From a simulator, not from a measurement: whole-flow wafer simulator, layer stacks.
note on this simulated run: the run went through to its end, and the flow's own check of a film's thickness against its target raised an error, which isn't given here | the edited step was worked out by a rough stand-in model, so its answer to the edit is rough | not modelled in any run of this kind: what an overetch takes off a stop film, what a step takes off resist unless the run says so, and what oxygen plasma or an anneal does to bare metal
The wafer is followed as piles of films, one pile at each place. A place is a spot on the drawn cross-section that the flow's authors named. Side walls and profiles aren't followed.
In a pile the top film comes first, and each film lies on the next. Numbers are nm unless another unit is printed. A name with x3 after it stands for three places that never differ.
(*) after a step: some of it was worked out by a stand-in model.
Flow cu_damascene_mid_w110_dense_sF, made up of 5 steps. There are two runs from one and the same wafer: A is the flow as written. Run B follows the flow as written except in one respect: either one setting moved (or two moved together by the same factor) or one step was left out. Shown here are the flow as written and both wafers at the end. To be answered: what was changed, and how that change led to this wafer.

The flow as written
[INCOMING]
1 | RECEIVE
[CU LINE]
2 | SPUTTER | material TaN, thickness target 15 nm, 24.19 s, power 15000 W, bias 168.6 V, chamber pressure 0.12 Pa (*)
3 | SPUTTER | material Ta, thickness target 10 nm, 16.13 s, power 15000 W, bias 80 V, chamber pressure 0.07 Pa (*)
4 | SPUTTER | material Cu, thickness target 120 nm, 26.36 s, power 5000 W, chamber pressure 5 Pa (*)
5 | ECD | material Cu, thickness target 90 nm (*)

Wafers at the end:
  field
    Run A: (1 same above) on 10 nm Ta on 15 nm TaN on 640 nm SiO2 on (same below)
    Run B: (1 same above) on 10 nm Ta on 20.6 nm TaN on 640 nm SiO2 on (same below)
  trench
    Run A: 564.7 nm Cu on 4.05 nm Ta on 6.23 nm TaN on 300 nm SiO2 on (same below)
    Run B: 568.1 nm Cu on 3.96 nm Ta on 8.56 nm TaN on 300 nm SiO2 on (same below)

The reason: step 2, SPUTTER: thickness target 20.6 nm was run, whereas the flow has thickness target 15 nm; step 2, SPUTTER: 33.26 s was run, where the flow has 24.19 s.
The wafer lets one read it off: field has TaN 20.6, and step 2 as written asks for 15 nm.

How this came from the change, step by step:
  2 | SPUTTER | material TaN, thickness target 15 nm, 24.19 s, power 15000 W, bias 168.6 V, chamber pressure 0.12 Pa (*)
      field: A +15 TaN (new film) | B +20.6 TaN (new film)
      trench: A +6.23 TaN (new film) | B +8.56 TaN (new film)
